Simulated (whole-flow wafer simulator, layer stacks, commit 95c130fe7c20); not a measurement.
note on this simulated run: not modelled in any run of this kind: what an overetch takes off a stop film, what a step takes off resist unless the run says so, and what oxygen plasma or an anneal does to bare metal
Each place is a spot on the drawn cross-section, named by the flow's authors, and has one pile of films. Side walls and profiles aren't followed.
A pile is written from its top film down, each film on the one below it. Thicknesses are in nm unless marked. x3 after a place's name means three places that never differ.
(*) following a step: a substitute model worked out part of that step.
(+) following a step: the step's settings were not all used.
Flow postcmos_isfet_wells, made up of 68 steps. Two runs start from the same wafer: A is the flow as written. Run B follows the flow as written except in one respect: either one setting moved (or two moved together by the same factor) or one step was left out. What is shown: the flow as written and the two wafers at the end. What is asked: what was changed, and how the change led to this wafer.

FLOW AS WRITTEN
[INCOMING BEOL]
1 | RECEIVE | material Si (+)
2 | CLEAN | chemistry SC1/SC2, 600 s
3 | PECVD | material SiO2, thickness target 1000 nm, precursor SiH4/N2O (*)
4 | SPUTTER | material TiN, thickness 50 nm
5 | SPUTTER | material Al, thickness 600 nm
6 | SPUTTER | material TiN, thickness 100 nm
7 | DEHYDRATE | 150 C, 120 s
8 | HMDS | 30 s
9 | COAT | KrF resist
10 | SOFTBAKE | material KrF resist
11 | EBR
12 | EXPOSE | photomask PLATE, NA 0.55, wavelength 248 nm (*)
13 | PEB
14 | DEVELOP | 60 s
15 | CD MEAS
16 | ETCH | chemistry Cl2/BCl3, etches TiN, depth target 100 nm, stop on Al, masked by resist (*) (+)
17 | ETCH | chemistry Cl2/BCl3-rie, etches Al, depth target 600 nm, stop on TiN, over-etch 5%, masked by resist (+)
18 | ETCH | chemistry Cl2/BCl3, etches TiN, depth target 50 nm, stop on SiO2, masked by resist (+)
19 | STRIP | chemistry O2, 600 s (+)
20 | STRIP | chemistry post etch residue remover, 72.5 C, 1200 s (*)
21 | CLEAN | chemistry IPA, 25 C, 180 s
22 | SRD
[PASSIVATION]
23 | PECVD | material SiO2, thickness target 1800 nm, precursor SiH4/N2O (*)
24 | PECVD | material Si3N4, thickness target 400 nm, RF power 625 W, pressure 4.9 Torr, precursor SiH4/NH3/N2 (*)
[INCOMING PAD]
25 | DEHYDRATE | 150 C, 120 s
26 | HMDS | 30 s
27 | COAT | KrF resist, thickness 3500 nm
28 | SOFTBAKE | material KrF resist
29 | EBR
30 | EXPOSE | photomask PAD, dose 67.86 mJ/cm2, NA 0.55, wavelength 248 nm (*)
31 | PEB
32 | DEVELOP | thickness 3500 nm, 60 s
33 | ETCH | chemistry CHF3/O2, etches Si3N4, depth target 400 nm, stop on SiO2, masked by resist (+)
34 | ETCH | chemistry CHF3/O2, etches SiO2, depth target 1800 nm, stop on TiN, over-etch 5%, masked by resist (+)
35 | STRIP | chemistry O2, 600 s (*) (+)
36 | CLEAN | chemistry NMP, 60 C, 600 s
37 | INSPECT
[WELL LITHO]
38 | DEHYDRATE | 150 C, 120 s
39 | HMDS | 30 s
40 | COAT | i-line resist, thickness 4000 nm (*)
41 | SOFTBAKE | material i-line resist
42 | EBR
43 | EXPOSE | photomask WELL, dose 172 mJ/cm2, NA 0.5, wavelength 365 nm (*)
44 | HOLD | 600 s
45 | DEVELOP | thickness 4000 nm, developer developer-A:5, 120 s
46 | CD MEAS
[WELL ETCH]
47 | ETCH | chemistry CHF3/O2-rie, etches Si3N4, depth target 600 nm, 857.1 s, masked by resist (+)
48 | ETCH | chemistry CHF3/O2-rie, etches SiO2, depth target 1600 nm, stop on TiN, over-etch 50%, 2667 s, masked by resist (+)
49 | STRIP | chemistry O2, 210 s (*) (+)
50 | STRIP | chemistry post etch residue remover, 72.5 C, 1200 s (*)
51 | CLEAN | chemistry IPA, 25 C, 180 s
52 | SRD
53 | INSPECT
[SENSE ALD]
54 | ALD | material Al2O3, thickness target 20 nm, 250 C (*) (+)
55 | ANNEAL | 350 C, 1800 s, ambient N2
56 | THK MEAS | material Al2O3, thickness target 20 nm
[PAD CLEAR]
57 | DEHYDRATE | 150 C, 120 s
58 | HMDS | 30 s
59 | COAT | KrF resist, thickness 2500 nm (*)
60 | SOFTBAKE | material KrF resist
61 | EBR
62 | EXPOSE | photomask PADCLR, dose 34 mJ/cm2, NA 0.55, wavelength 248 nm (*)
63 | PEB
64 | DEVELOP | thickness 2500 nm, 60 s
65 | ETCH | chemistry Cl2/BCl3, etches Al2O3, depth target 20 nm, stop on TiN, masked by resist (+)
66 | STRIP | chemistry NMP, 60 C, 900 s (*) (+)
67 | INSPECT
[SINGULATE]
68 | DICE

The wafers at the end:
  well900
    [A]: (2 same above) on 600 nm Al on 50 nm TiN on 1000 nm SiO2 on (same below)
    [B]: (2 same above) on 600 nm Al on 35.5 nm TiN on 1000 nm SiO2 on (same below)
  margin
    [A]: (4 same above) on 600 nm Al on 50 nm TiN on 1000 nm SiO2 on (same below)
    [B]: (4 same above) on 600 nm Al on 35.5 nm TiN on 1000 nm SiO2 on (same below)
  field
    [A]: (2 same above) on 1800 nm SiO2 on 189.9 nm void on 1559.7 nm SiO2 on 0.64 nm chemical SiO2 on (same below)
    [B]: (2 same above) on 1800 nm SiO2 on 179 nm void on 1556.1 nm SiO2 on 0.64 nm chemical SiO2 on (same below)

The reason: step 4, SPUTTER: thickness 35.5 nm was run, whereas the flow has thickness 50 nm.
The wafer lets one read it off: well900 has TiN 35.5, and step 4 as written asks for 50 nm.

How this came from the change, step by step:
  4 | SPUTTER | material TiN, thickness 50 nm
      field, margin, well900, well1300 x3, pad_rim, pad_clr, pad_open: A +50 TiN (new film) | B +35.5 TiN (new film)
  18 | ETCH | chemistry Cl2/BCl3, etches TiN, depth target 50 nm, stop on SiO2, masked by resist (+)
      field: A -50 TiN (all of it) | B -35.5 TiN (all of it)
  23 | PECVD | material SiO2, thickness target 1800 nm, precursor SiH4/N2O (*)
      field: A +1800 SiO2 (new film), +189.9 void (new film), +559.7 SiO2 | B +1800 SiO2 (new film), +179 void (new film), +556.1 SiO2
